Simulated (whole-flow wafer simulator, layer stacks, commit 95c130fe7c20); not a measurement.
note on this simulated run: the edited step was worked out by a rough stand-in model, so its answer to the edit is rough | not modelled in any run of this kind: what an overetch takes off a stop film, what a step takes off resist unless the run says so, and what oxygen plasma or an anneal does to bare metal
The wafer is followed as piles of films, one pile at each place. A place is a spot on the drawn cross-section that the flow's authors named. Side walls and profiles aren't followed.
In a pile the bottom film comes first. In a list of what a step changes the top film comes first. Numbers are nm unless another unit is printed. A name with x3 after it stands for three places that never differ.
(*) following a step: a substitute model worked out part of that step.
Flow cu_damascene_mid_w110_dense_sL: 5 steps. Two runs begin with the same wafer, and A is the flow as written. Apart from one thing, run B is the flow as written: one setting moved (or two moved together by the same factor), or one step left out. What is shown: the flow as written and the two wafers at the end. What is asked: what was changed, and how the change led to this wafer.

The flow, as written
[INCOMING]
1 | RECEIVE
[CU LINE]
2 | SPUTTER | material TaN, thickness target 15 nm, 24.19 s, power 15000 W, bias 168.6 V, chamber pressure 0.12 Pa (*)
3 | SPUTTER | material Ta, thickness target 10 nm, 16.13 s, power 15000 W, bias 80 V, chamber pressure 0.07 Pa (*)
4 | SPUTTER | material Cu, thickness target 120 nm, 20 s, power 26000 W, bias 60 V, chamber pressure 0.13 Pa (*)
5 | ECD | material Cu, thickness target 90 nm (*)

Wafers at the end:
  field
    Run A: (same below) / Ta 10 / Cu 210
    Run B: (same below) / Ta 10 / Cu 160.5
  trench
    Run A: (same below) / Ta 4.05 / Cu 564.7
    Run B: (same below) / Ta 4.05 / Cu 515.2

The reason: step 5, ECD: thickness target 40.5 nm was run, while the flow as written has thickness target 90 nm.

How this came from the change, step by step:
  5 | ECD | material Cu, thickness target 90 nm (*)
      field: A +90 Cu | B +40.5 Cu
      trench: A +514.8 Cu | B +465.3 Cu
